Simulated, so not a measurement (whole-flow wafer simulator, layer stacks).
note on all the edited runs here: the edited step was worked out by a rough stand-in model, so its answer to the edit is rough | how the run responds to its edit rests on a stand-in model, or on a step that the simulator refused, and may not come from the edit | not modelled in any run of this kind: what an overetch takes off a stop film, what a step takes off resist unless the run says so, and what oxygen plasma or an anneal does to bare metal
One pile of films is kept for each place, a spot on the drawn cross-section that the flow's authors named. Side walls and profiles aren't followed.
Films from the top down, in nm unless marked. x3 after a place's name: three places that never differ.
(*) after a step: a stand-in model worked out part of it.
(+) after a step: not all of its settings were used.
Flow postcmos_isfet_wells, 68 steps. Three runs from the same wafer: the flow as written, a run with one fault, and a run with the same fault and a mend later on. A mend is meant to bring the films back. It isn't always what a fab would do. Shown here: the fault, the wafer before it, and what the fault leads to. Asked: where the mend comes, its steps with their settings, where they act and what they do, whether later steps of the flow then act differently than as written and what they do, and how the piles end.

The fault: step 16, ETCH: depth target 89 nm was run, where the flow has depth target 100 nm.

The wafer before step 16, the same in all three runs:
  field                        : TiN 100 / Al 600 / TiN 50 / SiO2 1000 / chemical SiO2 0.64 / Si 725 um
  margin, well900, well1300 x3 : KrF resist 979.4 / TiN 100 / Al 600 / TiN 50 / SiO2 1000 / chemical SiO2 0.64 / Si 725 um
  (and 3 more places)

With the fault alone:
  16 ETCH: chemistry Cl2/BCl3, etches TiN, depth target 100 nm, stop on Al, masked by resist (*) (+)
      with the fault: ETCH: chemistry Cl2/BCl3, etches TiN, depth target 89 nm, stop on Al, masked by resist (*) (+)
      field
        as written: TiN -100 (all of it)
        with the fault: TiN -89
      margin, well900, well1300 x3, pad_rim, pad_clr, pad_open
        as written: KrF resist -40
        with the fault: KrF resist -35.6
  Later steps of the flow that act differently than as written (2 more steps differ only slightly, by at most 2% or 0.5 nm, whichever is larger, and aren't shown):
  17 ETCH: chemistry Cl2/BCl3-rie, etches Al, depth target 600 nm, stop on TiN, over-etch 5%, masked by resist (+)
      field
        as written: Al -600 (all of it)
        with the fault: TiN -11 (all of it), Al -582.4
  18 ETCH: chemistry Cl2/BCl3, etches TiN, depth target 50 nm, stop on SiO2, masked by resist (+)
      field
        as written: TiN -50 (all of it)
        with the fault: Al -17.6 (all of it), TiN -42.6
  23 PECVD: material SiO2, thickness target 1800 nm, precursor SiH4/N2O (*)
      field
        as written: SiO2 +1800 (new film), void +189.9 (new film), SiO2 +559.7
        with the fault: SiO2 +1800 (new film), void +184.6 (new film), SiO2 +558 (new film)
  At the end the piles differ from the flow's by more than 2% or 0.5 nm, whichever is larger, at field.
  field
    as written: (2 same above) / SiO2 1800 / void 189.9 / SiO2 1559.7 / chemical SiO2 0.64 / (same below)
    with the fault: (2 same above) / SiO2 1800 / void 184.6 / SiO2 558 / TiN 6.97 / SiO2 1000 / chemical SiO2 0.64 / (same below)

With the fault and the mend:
  The mend comes after step 16.
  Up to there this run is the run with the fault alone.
  16a ETCH: chemistry Cl2/BCl3, etches TiN, depth target 11 nm, stop on Al, masked by resist (the flow's step 16 once more, with other settings)
      margin, well900, well1300 x3, pad_rim, pad_clr, pad_open
        KrF resist -4.4
      field
        TiN -11 (all of it)
  No later step of the flow acts differently than as written at any place that is followed.
  At the end the piles are the same as the flow's at every place that both follow.
